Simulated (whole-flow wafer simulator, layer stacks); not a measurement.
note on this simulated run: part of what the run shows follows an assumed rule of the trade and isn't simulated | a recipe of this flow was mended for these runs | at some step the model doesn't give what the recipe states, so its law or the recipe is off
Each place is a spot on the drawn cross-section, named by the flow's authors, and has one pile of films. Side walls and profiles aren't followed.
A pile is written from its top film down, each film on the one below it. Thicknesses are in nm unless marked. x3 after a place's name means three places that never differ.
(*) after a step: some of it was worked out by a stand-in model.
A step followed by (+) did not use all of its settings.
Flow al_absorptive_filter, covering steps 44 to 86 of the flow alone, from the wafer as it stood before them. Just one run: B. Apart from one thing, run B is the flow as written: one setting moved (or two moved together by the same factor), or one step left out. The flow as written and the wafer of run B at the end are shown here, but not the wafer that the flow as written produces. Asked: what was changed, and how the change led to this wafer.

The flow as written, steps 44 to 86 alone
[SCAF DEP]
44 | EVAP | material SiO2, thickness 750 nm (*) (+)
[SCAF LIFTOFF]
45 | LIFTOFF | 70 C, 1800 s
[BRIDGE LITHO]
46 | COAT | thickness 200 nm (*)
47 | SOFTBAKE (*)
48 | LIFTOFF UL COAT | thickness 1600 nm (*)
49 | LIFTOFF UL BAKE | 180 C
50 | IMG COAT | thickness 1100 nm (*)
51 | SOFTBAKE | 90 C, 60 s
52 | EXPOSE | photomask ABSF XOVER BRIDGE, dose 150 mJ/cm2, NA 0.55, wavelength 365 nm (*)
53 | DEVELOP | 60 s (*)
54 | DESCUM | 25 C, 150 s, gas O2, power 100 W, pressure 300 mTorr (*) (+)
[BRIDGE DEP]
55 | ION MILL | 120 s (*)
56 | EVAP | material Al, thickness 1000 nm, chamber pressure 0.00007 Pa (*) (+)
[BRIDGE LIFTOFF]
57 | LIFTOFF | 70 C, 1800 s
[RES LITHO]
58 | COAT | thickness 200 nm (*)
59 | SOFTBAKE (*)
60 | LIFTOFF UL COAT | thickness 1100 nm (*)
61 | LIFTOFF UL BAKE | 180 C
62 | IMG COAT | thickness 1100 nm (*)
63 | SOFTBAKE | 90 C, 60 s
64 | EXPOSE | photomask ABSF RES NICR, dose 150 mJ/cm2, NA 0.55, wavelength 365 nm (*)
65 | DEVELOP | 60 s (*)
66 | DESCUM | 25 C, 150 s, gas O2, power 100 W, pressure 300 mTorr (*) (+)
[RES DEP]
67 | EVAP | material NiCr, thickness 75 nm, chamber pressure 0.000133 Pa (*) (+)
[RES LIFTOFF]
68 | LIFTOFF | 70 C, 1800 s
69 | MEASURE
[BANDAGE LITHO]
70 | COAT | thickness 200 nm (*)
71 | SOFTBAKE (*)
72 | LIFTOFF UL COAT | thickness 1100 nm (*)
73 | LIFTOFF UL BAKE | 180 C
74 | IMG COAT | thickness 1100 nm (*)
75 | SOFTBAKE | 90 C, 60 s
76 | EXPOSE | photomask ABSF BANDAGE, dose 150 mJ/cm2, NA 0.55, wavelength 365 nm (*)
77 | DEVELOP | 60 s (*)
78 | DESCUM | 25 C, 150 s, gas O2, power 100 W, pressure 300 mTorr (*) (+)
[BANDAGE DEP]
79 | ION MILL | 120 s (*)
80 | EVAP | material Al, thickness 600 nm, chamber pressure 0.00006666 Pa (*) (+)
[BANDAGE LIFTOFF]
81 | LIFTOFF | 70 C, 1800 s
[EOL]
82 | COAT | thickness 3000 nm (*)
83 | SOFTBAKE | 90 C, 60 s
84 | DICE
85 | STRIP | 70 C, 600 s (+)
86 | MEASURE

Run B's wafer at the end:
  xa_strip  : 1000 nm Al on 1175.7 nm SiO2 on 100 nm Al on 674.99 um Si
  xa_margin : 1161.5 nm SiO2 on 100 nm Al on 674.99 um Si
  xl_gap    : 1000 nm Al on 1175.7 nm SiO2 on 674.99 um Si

Cause: step 44, EVAP: thickness 1200 nm was run, though the flow has thickness 750 nm.

How this came from the change, step by step:
  44 | EVAP | material SiO2, thickness 750 nm (*) (+)
      gnd, pad_far, pad_near and 10 more: +1200 SiO2 (new film) (as written it would have been: +750 SiO2 (new film))
      xa_margin: +1161.5 SiO2 (new film) (as written it would have been: +726 SiO2 (new film))
  45 | LIFTOFF | 70 C, 1800 s
      gnd, xa_field, xl_land, idc_field: -1200 SiO2 (all of it), -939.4 i-line-resist (all of it), -1100 lift-off-underlayer (all of it), -200 acrylic-e-beam-resist (all of it) (as written it would have been: -750 SiO2 (all of it), -939.4 i-line-resist (all of it), -1100 lift-off-underlayer (all of it), -200 acrylic-e-beam-resist (all of it))
      pad_far: -1200 SiO2 (all of it), -937 i-line-resist (all of it), -1092.7 lift-off-underlayer (all of it), -198.5 acrylic-e-beam-resist (all of it) (as written it would have been: -750 SiO2 (all of it), -937 i-line-resist (all of it), -1092.7 lift-off-underlayer (all of it), -198.5 acrylic-e-beam-resist (all of it))
      (also at 5 further places)
  46 | COAT | thickness 200 nm (*)
      xa_margin: +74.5 acrylic-e-beam-resist (new film) (as written it would have been: +87.1 acrylic-e-beam-resist (new film))
      xa_strip: +120.9 acrylic-e-beam-resist (new film) (as written it would have been: +156.7 acrylic-e-beam-resist (new film))
      (also at 3 further places)
  48 | LIFTOFF UL COAT | thickness 1600 nm (*)
      xa_margin: +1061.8 lift-off-underlayer (new film) (as written it would have been: +1268 lift-off-underlayer (new film))
      xa_strip: +1054.1 lift-off-underlayer (new film) (as written it would have been: +1219 lift-off-underlayer (new film))
      (also at 3 further places)
  50 | IMG COAT | thickness 1100 nm (*)
      xa_margin: +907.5 i-line-resist (new film) (as written it would have been: +995.2 i-line-resist (new film))
      xa_strip: +852.2 i-line-resist (new film) (as written it would have been: +962 i-line-resist (new film))
      (also at 2 further places)
  51 | SOFTBAKE | 90 C, 60 s
      xa_margin: -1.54 i-line-resist (as written it would have been: -0.69 i-line-resist)
      xa_strip: -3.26 i-line-resist (as written it would have been: -1.93 i-line-resist)
      (also at 3 further places)
  53 | DEVELOP | 60 s (*)
      xa_strip: -849 i-line-resist (all of it), -1054.1 lift-off-underlayer (all of it) (as written it would have been: -960.1 i-line-resist (all of it), -1219 lift-off-underlayer (all of it))
      xl_land: -1132.1 i-line-resist (all of it), -1786.6 lift-off-underlayer (all of it) (as written it would have been: -1117.3 i-line-resist (all of it), -1706.9 lift-off-underlayer (all of it))
      (also at 2 further places)
  54 | DESCUM | 25 C, 150 s, gas O2, power 100 W, pressure 300 mTorr (*) (+)
      gnd, pad_far, pad_near and 7 more: -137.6 i-line-resist (as written it would have been: -131.1 i-line-resist)
      xa_strip: -120.9 acrylic-e-beam-resist (all of it) (as written it would have been: -156.7 acrylic-e-beam-resist (all of it))
      (also at 3 further places)
  57 | LIFTOFF | 70 C, 1800 s
      xa_margin: -1000 Al (all of it), -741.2 i-line-resist (all of it), -1061.8 lift-off-underlayer (all of it), -74.5 acrylic-e-beam-resist (all of it) (as written it would have been: -1000 Al (all of it), -836.1 i-line-resist (all of it), -1268 lift-off-underlayer (all of it), -87.1 acrylic-e-beam-resist (all of it))
  58 | COAT | thickness 200 nm (*)
      xa_margin: +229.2 acrylic-e-beam-resist (new film) (as written it would have been: +288.1 acrylic-e-beam-resist (new film))
      xa_strip: +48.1 acrylic-e-beam-resist (new film) (as written it would have been: +66.9 acrylic-e-beam-resist (new film))
      (also at 2 further places)
  60 | LIFTOFF UL COAT | thickness 1100 nm (*)
      xa_margin: +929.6 lift-off-underlayer (new film) (as written it would have been: +1021 lift-off-underlayer (new film))
      xa_strip: +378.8 lift-off-underlayer (new film) (as written it would have been: +459.8 lift-off-underlayer (new film))
      (also at 2 further places)
  62 | IMG COAT | thickness 1100 nm (*)
      xa_margin: +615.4 i-line-resist (new film) (as written it would have been: +741.1 i-line-resist (new film))
      xa_strip: +413.6 i-line-resist (new film) (as written it would have been: +577.9 i-line-resist (new film))
      (also at 2 further places)
  63 | SOFTBAKE | 90 C, 60 s
      xa_margin: -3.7 i-line-resist (as written it would have been: -3.13 i-line-resist)
      xa_strip: -3.42 i-line-resist (as written it would have been: -4.64 i-line-resist)
      (also at 2 further places)
  68 | LIFTOFF | 70 C, 1800 s
      xa_margin: -75 NiCr (all of it), -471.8 i-line-resist (all of it), -929.6 lift-off-underlayer (all of it), -229.2 acrylic-e-beam-resist (all of it) (as written it would have been: -75 NiCr (all of it), -598.1 i-line-resist (all of it), -1021 lift-off-underlayer (all of it), -288.1 acrylic-e-beam-resist (all of it))
      xa_strip: -75 NiCr (all of it), -270.3 i-line-resist (all of it), -378.8 lift-off-underlayer (all of it), -48.1 acrylic-e-beam-resist (all of it) (as written it would have been: -75 NiCr (all of it), -433.3 i-line-resist (all of it), -459.8 lift-off-underlayer (all of it), -66.9 acrylic-e-beam-resist (all of it))
      (also at 2 further places)
  70 | COAT | thickness 200 nm (*)
      xa_margin: +229.2 acrylic-e-beam-resist (new film) (as written it would have been: +288.1 acrylic-e-beam-resist (new film))
      xa_strip: +48.1 acrylic-e-beam-resist (new film) (as written it would have been: +66.9 acrylic-e-beam-resist (new film))
      (also at 2 further places)
  72 | LIFTOFF UL COAT | thickness 1100 nm (*)
      xa_margin: +929.6 lift-off-underlayer (new film) (as written it would have been: +1021 lift-off-underlayer (new film))
      xa_strip: +378.8 lift-off-underlayer (new film) (as written it would have been: +459.8 lift-off-underlayer (new film))
      (also at 2 further places)
  ... another 5 steps ...
  85 | STRIP | 70 C, 600 s (+)
      xa_margin: -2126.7 i-line-resist (all of it) (as written it would have been: -2469.3 i-line-resist (all of it))
      xa_strip: -1127.8 i-line-resist (all of it) (as written it would have been: -1477 i-line-resist (all of it))
      (also at 2 further places)
